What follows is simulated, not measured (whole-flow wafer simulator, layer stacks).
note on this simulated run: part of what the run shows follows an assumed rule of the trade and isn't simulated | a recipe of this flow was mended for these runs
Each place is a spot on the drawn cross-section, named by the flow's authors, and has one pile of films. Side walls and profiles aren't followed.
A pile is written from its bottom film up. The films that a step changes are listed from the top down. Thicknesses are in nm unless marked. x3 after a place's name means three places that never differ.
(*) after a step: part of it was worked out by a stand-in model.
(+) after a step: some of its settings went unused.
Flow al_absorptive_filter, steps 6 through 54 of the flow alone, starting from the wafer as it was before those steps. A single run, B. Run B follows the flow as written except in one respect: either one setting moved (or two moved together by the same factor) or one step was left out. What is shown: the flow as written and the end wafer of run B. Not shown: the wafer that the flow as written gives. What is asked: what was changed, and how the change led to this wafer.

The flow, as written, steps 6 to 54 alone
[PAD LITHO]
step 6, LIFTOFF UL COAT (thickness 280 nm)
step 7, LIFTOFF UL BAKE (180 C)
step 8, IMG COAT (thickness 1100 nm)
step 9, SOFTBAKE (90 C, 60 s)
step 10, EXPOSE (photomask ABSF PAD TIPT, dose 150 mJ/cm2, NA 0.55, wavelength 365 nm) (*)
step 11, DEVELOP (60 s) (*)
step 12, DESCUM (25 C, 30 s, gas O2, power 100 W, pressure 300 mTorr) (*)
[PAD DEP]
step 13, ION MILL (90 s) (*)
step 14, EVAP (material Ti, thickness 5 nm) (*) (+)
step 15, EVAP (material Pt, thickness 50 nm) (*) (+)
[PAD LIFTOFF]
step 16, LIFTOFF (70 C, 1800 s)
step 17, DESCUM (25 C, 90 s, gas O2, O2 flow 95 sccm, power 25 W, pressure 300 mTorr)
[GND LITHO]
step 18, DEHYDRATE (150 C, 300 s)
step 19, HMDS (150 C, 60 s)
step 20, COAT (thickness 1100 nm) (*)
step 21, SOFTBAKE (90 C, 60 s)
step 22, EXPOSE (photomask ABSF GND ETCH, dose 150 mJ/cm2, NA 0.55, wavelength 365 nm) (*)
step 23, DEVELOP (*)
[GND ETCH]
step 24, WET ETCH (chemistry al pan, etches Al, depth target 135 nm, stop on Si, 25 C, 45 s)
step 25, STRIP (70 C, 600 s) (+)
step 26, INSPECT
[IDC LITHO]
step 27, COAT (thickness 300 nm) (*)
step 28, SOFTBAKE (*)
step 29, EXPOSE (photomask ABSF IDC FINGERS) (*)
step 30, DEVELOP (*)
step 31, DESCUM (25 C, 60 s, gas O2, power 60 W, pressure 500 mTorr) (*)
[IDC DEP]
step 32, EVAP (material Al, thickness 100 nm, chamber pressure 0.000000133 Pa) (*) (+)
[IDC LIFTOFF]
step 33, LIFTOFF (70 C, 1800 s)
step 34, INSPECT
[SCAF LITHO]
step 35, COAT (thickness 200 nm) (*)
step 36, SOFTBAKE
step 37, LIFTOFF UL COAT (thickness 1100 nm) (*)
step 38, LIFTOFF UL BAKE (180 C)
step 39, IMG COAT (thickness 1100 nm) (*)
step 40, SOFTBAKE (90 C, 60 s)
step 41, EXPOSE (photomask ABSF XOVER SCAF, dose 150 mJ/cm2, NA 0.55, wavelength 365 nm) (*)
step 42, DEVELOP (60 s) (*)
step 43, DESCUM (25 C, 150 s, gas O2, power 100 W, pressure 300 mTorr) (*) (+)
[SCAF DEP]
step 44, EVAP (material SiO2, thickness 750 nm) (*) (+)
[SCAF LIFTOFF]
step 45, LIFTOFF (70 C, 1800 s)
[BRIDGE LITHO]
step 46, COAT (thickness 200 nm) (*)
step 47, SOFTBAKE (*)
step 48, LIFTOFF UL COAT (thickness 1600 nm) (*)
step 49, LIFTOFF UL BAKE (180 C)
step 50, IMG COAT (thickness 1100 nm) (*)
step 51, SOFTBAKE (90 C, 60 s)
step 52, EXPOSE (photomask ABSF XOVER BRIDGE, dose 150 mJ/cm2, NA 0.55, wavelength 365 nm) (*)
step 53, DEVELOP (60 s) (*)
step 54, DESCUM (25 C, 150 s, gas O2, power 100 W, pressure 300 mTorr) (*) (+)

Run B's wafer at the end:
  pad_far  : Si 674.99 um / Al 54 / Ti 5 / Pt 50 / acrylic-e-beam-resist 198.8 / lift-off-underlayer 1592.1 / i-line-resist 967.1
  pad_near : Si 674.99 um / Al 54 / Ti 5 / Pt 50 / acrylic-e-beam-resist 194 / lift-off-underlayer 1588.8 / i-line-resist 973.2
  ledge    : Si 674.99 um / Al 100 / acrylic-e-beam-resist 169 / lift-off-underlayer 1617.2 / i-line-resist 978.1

Cause: step 11, DEVELOP: 67.5 s was run, whereas the flow has 60 s.

How this came from the change, step by step:
  step 11, DEVELOP (60 s) (*)
      pad_far, pad_near: i-line-resist loses 1100 (all of it), lift-off-underlayer loses 280 (all of it), Al loses 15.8 (as written it would have been: i-line-resist loses 1100 (all of it), lift-off-underlayer loses 280 (all of it), Al loses 13.3)
